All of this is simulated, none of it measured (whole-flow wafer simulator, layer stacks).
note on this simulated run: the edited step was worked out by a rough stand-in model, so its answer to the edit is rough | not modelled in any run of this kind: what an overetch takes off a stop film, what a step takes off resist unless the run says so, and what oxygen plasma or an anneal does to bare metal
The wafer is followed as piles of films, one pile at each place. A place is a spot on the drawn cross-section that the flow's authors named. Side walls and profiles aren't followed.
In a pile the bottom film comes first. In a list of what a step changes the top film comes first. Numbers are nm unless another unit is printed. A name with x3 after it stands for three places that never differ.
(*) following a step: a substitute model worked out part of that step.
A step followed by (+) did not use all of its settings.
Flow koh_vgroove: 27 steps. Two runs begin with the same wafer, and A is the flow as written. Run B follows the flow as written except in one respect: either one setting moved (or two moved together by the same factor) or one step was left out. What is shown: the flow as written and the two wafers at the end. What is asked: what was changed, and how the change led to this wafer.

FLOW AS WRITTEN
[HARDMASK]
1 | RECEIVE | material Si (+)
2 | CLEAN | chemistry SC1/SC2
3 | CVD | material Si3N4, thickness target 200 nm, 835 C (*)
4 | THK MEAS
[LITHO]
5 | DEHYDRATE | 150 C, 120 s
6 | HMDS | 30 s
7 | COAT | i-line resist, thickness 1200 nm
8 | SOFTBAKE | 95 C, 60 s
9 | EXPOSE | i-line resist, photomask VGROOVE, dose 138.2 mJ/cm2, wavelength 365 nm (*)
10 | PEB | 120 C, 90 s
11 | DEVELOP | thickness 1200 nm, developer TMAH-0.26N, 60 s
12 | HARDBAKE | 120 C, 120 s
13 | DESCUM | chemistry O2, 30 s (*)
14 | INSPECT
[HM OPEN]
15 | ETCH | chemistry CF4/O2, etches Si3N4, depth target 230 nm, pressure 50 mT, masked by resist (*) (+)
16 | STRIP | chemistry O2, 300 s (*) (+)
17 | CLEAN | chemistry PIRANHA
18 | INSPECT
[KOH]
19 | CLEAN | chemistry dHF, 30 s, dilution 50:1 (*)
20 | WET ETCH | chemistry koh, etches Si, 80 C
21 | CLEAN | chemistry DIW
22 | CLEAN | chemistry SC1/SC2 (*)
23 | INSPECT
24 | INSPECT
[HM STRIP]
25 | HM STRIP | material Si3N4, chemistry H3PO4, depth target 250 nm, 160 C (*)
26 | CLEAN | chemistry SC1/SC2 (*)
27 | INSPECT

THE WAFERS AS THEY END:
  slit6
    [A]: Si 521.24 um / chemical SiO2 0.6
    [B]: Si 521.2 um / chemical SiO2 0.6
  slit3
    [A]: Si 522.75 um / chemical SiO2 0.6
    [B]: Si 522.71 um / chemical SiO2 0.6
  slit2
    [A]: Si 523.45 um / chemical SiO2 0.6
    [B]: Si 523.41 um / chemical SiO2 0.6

What caused this: step 15, ETCH: depth target 270 nm was run, though the flow has depth target 230 nm.

Step by step, how the change led to this:
  15 | ETCH | chemistry CF4/O2, etches Si3N4, depth target 230 nm, pressure 50 mT, masked by resist (*) (+)
      slit3, slit2, slit6, slit20: A Si3N4 loses 200 (all of it), chemical SiO2 loses 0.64 (all of it), Si loses 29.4 | B Si3N4 loses 200 (all of it), chemical SiO2 loses 0.64 (all of it), Si loses 69.4
      field: A i-line resist loses 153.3 | B i-line resist loses 180
  16 | STRIP | chemistry O2, 300 s (*) (+)
      field: A i-line resist loses 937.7 (all of it) | B i-line resist loses 911 (all of it)
